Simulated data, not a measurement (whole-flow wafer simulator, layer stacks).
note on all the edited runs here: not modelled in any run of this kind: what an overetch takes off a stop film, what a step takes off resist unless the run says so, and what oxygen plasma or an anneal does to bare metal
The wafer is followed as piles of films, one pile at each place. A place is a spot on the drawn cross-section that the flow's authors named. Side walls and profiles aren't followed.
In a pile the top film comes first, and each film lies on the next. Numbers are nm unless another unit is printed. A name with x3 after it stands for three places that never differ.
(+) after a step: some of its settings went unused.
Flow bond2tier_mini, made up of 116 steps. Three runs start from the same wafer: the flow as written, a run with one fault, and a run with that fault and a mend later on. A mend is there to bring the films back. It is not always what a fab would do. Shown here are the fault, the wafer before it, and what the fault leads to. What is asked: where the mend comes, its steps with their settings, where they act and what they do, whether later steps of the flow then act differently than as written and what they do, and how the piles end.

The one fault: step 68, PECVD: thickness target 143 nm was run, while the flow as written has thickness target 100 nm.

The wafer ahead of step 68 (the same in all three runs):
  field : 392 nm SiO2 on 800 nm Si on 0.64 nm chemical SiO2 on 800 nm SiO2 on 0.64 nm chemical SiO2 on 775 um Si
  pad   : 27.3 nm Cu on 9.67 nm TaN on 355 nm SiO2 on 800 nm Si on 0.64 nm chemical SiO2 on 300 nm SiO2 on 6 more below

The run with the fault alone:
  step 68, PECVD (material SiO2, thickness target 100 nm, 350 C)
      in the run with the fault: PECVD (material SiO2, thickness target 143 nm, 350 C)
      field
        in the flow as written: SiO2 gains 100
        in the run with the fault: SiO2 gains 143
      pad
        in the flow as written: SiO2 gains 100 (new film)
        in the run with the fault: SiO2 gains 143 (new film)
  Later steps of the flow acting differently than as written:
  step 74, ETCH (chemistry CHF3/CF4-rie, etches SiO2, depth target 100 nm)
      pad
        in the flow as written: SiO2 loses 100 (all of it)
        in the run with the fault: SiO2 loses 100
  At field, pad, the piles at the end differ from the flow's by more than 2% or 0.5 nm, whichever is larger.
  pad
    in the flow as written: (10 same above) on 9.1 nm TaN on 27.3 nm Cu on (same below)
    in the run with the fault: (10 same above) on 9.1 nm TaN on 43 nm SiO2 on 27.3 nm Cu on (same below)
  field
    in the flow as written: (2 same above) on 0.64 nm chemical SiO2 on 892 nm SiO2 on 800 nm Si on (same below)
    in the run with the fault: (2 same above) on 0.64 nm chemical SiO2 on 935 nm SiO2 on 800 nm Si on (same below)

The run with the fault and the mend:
  The mend follows step 73.
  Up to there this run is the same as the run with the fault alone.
  step 73a, STRIP (chemistry O2, over-ash 100%) (+)
      field
        KrF resist loses 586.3 (all of it)
  step 73b, ETCH (chemistry CHF3/CF4-rie, etches SiO2, depth target 43 nm) (a further turn of the flow's step 62, with different settings)
      field, pad
        SiO2 loses 43
  step 73c, COAT (KrF resist, thickness 600 nm) (a further turn of the flow's step 69)
      field, pad
        KrF resist gains 600 (new film)
  step 73d, SOFTBAKE (KrF resist) (a further turn of the flow's step 70)
      does not change any film at any place that is followed
  step 73e, EXPOSE (photomask T2PAD, NA 0.6) (a further turn of the flow's step 71)
      does not change any film at any place that is followed
  step 73f, PEB (KrF resist) (a further turn of the flow's step 72)
      does not change any film at any place that is followed
  step 73g, DEVELOP (developer TMAH-0.26N, 60 s) (a further turn of the flow's step 73)
      field
        KrF resist loses 13.7
      pad
        KrF resist loses 600 (all of it)
  None of the later steps of the flow acts differently than as written at any place that is followed.
  By the end, the piles equal the flow's at every place that both follow.
